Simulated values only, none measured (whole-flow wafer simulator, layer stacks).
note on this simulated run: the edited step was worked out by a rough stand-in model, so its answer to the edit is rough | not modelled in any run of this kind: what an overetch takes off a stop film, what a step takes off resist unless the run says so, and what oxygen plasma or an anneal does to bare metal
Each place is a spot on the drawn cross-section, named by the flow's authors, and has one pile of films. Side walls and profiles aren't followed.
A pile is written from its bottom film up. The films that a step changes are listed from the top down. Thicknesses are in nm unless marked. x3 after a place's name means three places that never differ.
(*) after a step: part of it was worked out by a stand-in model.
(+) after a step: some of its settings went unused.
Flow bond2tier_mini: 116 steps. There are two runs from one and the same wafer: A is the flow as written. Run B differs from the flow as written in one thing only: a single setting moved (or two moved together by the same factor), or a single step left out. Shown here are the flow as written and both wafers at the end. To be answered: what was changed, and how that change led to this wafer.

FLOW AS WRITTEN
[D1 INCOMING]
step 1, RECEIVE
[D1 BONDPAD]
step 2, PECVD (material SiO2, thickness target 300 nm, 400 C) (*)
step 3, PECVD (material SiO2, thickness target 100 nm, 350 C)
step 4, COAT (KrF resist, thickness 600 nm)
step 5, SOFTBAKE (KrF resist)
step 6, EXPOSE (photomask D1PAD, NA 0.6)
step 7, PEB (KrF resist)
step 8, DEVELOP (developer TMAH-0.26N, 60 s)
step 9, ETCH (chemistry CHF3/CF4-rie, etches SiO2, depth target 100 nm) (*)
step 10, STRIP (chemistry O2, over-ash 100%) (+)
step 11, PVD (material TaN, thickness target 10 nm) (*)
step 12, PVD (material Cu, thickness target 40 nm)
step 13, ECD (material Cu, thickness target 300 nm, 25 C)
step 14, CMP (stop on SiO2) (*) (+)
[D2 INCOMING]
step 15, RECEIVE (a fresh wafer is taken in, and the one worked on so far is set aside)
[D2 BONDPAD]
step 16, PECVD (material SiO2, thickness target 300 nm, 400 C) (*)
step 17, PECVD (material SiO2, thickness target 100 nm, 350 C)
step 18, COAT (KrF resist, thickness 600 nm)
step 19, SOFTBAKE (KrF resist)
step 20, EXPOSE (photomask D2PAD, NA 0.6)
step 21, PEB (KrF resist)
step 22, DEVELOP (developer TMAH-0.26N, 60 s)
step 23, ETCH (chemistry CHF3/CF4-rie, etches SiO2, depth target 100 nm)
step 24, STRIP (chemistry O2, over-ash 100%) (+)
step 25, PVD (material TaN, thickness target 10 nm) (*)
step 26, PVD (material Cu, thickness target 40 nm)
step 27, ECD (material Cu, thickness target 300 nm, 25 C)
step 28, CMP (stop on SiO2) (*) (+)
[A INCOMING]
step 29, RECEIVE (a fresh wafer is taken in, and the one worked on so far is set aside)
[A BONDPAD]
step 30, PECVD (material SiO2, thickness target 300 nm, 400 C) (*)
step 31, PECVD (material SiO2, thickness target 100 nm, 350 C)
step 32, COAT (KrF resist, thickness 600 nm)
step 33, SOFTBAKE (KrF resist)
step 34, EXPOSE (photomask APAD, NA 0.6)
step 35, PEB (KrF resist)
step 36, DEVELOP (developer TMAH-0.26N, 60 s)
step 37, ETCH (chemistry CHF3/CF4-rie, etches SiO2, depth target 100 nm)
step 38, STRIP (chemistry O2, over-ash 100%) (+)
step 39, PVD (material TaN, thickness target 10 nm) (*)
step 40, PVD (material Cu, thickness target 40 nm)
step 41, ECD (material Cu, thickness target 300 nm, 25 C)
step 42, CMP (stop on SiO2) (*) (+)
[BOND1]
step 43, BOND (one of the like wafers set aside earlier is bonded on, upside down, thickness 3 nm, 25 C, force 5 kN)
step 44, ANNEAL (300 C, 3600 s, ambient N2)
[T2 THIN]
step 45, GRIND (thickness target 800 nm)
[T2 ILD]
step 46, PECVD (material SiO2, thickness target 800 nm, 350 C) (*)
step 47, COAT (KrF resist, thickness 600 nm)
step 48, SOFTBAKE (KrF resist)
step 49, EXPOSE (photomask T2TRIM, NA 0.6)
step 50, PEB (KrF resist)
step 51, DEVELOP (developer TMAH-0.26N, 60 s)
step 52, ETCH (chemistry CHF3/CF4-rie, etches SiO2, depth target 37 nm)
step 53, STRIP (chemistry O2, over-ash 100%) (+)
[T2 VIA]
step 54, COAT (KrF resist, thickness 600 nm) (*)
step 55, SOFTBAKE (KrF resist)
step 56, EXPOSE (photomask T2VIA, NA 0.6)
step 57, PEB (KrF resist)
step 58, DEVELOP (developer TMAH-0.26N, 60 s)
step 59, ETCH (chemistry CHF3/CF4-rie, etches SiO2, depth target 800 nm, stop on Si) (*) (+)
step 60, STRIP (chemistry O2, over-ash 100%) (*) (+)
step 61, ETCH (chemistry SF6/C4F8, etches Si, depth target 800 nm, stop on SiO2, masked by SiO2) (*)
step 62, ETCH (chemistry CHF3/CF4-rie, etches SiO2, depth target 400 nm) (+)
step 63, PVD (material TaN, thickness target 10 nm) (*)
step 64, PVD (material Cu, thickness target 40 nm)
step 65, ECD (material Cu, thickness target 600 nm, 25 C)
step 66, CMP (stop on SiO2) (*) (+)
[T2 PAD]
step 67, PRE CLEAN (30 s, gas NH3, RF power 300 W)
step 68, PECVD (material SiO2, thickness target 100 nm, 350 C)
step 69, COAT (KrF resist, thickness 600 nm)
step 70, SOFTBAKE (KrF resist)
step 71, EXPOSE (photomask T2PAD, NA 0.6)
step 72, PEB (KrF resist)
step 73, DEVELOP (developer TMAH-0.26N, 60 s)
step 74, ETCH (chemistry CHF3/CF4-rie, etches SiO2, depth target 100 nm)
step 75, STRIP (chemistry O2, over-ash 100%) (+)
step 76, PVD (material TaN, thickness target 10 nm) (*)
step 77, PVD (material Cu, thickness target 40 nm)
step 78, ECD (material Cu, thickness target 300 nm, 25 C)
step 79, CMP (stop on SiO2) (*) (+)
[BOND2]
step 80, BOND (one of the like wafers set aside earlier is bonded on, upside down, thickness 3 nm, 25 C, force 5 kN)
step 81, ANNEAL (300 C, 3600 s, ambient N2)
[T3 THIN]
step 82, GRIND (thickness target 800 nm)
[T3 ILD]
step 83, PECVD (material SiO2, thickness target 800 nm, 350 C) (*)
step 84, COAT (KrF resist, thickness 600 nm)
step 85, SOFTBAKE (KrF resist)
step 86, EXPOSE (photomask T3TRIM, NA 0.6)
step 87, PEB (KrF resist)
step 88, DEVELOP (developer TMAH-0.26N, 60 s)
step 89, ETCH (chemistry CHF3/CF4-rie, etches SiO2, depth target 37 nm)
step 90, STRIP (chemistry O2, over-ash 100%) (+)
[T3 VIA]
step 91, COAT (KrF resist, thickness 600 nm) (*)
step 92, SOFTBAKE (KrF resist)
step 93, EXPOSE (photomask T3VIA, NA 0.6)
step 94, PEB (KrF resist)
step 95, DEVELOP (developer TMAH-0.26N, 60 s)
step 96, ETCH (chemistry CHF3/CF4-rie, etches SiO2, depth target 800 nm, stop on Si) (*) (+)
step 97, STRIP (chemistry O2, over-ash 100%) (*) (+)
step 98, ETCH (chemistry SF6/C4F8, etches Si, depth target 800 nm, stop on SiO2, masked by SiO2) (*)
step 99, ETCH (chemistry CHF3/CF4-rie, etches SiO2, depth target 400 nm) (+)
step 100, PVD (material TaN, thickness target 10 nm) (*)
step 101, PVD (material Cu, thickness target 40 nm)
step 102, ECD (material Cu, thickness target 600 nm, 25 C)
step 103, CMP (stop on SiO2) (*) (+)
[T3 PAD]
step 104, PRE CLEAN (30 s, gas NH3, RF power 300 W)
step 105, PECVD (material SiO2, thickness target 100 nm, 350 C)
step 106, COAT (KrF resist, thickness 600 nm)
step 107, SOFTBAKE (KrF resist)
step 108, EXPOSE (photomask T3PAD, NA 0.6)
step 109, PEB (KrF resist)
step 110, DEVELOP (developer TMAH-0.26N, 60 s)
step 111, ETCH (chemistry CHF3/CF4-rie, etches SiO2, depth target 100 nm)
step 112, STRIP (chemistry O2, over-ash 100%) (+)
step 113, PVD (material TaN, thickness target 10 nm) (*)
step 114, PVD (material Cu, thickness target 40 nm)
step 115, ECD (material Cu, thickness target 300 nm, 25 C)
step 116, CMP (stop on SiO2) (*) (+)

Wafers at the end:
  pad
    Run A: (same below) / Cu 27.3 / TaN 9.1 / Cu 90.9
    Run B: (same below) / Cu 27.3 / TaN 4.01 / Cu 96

Cause: step 113, PVD: thickness target 4.4 nm was run, whereas the flow has thickness target 10 nm.

The path from the change to this, step by step:
  step 113, PVD (material TaN, thickness target 10 nm) (*)
      field: A +10 TaN (new film) | B +4.4 TaN (new film)
      pad: A +9.1 TaN (new film) | B +4.01 TaN (new film)
  step 116, CMP (stop on SiO2) (*) (+)
      field: A -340 Cu (all of it), -10 TaN (all of it) | B -340 Cu (all of it), -4.4 TaN (all of it)
